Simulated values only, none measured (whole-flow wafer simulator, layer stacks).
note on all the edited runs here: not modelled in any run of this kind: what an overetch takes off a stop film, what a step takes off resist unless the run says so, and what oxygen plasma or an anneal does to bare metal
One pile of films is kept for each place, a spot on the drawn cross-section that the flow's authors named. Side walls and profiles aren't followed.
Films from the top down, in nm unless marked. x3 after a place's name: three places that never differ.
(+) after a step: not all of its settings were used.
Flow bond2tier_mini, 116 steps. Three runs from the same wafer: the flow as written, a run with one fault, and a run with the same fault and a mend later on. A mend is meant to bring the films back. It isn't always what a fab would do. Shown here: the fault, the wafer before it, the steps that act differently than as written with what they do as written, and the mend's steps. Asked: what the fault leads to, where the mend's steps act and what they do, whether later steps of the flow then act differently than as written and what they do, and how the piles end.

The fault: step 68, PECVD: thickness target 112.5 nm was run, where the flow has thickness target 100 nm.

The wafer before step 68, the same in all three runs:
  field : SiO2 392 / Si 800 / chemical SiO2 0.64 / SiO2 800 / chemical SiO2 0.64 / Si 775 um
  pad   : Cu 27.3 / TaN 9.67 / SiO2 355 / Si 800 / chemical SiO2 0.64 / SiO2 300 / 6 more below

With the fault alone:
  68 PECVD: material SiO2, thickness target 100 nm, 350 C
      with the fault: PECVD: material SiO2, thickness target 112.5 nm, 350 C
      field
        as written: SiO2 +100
        with the fault: SiO2 +112.5
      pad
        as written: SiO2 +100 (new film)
        with the fault: SiO2 +112.5 (new film)
  Later steps of the flow that act differently than as written:
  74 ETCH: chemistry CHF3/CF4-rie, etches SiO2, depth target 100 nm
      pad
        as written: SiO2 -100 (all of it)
        with the fault: SiO2 -100
  At the end the piles differ from the flow's by more than 2% or 0.5 nm, whichever is larger, at pad.
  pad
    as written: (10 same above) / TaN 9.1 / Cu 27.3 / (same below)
    with the fault: (10 same above) / TaN 9.1 / SiO2 12.5 / Cu 27.3 / (same below)

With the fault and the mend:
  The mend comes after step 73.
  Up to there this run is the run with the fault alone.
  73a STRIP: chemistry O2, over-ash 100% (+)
      field
        KrF resist -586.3 (all of it)
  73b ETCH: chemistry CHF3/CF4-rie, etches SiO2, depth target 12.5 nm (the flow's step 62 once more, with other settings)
      field, pad
        SiO2 -12.5
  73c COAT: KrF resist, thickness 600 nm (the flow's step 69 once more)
      field, pad
        KrF resist +600 (new film)
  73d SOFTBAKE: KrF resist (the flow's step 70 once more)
      changes no film at any place that is followed
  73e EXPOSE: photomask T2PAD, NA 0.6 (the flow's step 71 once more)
      changes no film at any place that is followed
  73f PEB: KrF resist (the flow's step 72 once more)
      changes no film at any place that is followed
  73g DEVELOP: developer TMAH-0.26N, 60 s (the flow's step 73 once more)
      field
        KrF resist -13.7
      pad
        KrF resist -600 (all of it)
  No later step of the flow acts differently than as written at any place that is followed.
  At the end the piles are the same as the flow's at every place that both follow.
